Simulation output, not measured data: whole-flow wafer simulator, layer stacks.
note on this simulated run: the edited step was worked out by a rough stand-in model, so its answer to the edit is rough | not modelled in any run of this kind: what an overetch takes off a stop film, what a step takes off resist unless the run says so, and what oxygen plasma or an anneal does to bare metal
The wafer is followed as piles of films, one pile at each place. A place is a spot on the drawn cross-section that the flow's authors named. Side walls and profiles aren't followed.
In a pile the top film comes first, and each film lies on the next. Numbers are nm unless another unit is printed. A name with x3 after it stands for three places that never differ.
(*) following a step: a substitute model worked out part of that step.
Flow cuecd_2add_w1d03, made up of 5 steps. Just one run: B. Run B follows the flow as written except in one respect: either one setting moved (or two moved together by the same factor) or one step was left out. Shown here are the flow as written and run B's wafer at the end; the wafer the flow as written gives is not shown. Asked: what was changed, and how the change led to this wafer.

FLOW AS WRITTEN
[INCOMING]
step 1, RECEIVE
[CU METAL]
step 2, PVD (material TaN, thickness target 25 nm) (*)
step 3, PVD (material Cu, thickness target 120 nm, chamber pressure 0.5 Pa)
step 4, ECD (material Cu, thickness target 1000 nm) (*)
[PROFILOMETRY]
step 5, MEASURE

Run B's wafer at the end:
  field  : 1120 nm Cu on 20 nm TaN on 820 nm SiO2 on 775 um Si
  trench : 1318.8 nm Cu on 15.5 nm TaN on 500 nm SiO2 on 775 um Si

Cause: step 2, PVD: thickness target 20 nm was run, whereas the flow has thickness target 25 nm.
The wafer lets one read it off: field has TaN 20, and step 2 as written asks for 25 nm.

How this came from the change, step by step:
  step 2, PVD (material TaN, thickness target 25 nm) (*)
      field: +20 TaN (new film) (in the flow as written it would be: +25 TaN (new film))
      trench: +15.5 TaN (new film) (in the flow as written it would be: +19.4 TaN (new film))
